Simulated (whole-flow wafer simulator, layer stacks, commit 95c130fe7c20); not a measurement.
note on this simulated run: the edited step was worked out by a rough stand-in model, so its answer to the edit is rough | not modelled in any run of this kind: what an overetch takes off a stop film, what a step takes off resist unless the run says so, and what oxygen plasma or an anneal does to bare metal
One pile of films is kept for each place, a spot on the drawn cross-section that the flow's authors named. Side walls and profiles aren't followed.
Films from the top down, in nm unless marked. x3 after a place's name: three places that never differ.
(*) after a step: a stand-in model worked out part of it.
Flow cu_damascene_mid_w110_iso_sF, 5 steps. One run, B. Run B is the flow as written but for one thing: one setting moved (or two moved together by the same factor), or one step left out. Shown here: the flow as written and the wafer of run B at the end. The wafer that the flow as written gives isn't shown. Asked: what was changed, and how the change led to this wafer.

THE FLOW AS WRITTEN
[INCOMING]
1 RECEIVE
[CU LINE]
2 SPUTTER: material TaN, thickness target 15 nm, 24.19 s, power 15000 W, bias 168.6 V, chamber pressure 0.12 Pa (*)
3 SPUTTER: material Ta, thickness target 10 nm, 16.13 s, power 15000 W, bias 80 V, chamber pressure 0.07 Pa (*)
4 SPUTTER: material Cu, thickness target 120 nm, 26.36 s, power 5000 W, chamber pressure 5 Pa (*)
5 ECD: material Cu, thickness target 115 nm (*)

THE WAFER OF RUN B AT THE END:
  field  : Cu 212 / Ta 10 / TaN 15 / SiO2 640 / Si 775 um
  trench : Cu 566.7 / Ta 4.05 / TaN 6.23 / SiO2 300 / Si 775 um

The cause: step 5, ECD: thickness target 92 nm was run, where the flow has thickness target 115 nm.

How the change led to this, step by step:
  5 ECD: material Cu, thickness target 115 nm (*)
      field: Cu +92 (as written it would be: Cu +115)
      trench: Cu +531 (as written it would be: Cu +554)
